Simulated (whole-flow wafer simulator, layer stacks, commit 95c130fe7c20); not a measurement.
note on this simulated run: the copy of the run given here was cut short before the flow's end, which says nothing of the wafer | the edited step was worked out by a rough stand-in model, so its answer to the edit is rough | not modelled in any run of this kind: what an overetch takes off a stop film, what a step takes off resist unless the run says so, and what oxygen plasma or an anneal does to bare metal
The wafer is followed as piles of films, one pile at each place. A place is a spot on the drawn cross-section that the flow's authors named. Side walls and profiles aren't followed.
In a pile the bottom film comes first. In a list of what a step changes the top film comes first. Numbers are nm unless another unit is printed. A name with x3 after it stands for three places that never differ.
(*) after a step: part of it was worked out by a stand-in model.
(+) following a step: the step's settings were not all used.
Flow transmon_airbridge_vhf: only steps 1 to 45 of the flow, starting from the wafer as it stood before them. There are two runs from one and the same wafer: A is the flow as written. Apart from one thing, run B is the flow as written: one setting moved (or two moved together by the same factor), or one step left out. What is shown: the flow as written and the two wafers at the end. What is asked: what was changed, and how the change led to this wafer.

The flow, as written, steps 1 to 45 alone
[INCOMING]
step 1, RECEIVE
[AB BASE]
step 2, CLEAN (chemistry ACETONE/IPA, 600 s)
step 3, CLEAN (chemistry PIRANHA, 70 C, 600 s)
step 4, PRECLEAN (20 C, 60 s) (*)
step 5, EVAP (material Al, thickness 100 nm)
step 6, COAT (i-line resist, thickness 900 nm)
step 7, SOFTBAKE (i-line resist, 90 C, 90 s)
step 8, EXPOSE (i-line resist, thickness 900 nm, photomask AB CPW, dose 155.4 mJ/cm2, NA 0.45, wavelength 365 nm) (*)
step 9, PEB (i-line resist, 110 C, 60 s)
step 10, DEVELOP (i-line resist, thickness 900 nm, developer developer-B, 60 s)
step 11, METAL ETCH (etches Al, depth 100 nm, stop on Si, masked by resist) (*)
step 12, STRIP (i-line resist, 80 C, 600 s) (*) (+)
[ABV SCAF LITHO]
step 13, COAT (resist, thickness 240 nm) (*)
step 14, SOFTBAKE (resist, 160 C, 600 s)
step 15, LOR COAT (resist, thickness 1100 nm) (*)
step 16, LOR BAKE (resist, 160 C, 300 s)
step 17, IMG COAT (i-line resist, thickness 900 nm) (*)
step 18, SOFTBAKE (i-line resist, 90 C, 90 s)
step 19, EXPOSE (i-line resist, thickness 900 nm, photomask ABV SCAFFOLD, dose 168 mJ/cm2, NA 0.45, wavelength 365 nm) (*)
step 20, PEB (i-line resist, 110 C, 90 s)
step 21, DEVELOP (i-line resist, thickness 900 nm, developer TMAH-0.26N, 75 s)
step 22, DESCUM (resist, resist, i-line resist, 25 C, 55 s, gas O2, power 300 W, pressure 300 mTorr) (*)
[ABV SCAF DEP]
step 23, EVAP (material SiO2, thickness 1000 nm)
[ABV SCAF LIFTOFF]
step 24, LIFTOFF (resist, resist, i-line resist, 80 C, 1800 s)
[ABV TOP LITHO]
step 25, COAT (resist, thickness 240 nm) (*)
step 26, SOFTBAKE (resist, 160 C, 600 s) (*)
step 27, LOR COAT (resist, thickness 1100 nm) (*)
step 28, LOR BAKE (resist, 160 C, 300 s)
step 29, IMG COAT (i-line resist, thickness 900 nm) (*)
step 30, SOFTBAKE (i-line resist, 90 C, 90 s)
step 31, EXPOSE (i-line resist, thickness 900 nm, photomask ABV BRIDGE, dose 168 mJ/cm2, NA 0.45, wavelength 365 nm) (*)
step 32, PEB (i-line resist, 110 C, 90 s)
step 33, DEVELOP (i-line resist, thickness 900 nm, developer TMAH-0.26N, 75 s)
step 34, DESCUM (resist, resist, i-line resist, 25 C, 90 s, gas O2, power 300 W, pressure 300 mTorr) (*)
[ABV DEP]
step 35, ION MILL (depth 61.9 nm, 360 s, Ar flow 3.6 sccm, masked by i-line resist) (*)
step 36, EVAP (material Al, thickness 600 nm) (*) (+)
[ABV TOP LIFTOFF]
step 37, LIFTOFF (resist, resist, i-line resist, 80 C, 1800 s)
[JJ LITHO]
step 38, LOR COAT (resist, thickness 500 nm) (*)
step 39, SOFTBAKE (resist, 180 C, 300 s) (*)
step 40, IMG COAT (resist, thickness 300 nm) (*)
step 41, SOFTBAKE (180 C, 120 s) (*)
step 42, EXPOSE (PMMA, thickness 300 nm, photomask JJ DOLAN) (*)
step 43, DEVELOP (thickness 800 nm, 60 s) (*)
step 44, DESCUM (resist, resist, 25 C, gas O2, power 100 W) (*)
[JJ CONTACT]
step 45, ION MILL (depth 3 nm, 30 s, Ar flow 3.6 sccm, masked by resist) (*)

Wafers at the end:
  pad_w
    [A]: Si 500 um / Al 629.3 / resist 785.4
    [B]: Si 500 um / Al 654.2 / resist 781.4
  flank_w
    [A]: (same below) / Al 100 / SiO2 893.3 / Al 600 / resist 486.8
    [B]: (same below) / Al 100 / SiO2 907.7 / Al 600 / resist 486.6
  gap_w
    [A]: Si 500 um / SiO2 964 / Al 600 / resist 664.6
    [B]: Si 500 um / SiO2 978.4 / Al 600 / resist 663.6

Cause: step 35, ION MILL: depth 37.1 nm was run, while the flow as written has depth 61.9 nm; step 35, ION MILL: 216 s was run, where the flow has 360 s.

The path from the change to this, step by step:
  step 35, ION MILL (depth 61.9 nm, 360 s, Ar flow 3.6 sccm, masked by i-line resist) (*)
      field x3, jj_line, ground_far, trace_open_s x2, margin_s, margin_n: A -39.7 i-line resist | B -23.8 i-line resist
      flank_w, gap_w, cpw_trace, gap_e, flank_e, bridge_strip: A -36 SiO2 | B -21.6 SiO2
      (and at 2 other places as well)
  step 37, LIFTOFF (resist, resist, i-line resist, 80 C, 1800 s)
      field x3, jj_line, trace_open_s x2: A -600 Al (all of it), -600 i-line resist (all of it), -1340 resist (all of it) | B -600 Al (all of it), -615.9 i-line resist (all of it), -1340 resist (all of it)
      margin_s, margin_n: A -600 Al (all of it), -318.3 i-line resist (all of it), -992 resist (all of it) | B -600 Al (all of it), -334.2 i-line resist (all of it), -992 resist (all of it)
      (and at 1 other place as well)
